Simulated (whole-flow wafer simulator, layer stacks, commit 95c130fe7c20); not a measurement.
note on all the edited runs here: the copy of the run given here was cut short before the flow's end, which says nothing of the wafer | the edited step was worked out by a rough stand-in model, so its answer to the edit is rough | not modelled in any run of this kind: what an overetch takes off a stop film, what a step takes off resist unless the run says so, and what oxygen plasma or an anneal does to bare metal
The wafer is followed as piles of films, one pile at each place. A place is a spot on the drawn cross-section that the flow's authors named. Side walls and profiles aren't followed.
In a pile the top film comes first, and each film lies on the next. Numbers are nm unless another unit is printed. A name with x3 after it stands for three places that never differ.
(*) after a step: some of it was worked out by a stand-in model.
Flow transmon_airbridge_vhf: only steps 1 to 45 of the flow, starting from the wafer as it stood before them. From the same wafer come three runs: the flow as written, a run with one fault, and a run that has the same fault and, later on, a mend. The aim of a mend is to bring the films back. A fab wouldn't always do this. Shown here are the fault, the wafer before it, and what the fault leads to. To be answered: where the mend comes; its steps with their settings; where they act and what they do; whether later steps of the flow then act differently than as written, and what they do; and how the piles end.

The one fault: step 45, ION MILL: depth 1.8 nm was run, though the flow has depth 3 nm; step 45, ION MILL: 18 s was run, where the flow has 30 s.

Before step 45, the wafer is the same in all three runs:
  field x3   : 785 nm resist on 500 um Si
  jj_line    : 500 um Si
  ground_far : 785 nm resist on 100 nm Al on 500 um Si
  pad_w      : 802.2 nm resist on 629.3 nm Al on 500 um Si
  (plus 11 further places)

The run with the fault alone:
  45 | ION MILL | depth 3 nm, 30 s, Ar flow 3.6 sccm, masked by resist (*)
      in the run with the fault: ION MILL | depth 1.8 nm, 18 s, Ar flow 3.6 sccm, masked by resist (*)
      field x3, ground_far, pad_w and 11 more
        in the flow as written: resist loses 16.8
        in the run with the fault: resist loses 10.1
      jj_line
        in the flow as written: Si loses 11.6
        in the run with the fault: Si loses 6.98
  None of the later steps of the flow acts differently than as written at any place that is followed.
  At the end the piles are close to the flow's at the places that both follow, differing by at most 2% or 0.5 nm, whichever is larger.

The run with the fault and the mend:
  The mend stands after step 45.
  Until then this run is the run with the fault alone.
  45a | ION MILL | depth 1.2 nm, 12 s, Ar flow 3.6 sccm, masked by resist (*) (the flow's step 45 again, with other settings)
      field x3, ground_far, pad_w and 11 more
        resist loses 6.71
      jj_line
        Si loses 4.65
  None of the later steps of the flow acts differently than as written at any place that is followed.
  The piles end the same as the flow's at every place that both follow.
